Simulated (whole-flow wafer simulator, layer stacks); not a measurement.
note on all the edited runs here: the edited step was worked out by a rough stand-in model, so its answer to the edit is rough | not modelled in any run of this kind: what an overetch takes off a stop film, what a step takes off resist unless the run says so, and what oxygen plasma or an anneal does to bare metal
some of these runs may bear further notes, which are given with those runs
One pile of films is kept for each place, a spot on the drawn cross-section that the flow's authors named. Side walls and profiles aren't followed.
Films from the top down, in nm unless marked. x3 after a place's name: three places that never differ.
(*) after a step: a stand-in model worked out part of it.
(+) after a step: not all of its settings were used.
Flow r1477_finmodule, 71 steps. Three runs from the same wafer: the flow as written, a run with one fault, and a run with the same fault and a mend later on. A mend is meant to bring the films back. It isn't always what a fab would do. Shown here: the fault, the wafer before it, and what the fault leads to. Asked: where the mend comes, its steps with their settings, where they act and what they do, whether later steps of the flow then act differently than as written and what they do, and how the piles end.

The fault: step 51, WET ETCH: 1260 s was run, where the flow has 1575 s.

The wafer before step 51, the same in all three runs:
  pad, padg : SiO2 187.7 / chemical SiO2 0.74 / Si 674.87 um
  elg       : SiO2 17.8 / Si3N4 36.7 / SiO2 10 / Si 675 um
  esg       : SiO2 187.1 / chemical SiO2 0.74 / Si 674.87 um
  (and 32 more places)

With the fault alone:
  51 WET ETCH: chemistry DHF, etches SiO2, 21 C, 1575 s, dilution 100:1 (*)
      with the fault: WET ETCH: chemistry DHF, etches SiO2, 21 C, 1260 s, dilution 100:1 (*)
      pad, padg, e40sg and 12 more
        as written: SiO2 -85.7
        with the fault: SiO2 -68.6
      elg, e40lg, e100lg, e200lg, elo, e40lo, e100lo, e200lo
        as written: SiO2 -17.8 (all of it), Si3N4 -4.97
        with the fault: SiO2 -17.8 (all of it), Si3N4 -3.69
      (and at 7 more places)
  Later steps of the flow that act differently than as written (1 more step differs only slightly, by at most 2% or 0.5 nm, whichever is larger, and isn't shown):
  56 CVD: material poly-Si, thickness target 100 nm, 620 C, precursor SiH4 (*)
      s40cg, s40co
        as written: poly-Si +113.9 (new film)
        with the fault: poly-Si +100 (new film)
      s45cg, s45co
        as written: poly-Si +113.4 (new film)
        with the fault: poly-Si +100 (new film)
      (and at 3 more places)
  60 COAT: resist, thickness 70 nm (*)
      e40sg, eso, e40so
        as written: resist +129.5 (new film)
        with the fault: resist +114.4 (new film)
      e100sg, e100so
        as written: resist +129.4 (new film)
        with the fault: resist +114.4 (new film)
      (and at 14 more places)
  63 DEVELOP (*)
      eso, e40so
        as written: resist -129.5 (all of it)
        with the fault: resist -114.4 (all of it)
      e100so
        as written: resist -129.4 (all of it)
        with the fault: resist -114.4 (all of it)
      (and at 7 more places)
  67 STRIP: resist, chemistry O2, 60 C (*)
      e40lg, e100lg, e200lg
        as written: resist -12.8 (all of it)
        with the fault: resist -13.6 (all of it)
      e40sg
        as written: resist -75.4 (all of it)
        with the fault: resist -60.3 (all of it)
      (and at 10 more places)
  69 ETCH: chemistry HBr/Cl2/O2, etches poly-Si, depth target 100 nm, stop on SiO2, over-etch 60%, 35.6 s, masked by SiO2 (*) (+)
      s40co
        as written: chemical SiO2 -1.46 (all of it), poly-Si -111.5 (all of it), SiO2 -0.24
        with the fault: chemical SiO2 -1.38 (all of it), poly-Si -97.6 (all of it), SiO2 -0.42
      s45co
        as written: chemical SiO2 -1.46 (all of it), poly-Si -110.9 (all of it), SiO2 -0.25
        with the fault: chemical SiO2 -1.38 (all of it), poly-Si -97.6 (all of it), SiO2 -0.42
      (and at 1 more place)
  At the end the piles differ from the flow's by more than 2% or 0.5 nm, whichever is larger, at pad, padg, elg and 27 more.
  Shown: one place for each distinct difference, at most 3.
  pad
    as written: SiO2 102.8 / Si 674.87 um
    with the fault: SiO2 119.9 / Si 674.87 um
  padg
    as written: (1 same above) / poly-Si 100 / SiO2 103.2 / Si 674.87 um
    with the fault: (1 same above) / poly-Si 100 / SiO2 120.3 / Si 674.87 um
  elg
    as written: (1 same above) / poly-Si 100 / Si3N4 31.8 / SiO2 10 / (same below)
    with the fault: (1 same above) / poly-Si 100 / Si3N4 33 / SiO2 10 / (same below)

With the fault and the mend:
  The mend comes after step 51.
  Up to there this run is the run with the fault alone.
  51a WET ETCH: chemistry DHF, etches SiO2, 21 C, 315 s, dilution 100:1 (*) (the flow's step 51 once more, with other settings)
      pad, padg, e40sg and 12 more
        SiO2 -17.1
      elg, e40lg, e100lg, e200lg, elo, e40lo, e100lo, e200lo
        Si3N4 -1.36
      esg, s40cg, s45cg, s50cg, s40co, s45co, s50co
        SiO2 -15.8
  No later step of the flow acts differently than as written, at any place that is followed, by more than 2% or 0.5 nm, whichever is larger.
  At the end the piles differ from the flow's only slightly at the places that both follow, by at most 2% or 0.5 nm, whichever is larger.
